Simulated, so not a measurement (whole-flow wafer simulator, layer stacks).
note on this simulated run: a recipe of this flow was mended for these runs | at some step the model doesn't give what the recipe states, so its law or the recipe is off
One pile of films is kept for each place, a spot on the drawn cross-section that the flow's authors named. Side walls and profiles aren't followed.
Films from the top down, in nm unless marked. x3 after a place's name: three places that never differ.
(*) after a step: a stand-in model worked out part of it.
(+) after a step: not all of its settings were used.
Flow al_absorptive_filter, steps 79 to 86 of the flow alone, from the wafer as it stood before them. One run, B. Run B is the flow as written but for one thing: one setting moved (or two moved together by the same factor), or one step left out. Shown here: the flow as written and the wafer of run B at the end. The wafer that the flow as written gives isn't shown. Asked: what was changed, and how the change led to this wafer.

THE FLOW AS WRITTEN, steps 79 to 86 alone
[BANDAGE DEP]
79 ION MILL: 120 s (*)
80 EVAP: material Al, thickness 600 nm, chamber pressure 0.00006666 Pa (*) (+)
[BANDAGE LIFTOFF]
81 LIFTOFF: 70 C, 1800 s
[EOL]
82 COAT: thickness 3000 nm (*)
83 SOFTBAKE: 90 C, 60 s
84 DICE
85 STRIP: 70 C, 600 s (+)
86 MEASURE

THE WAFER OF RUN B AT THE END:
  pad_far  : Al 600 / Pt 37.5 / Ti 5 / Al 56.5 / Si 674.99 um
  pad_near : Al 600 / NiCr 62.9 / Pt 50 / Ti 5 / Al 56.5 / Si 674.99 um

The cause: step 79, ION MILL: 102 s was run, where the flow has 120 s.

How the change led to this, step by step:
  79 ION MILL: 120 s (*)
      gnd, ledge, res and 9 more: i-line-resist -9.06 (as written it would be: i-line-resist -10.7)
      pad_far: Pt -12.5 (as written it would be: Pt -14.7)
      (and at 1 more place)
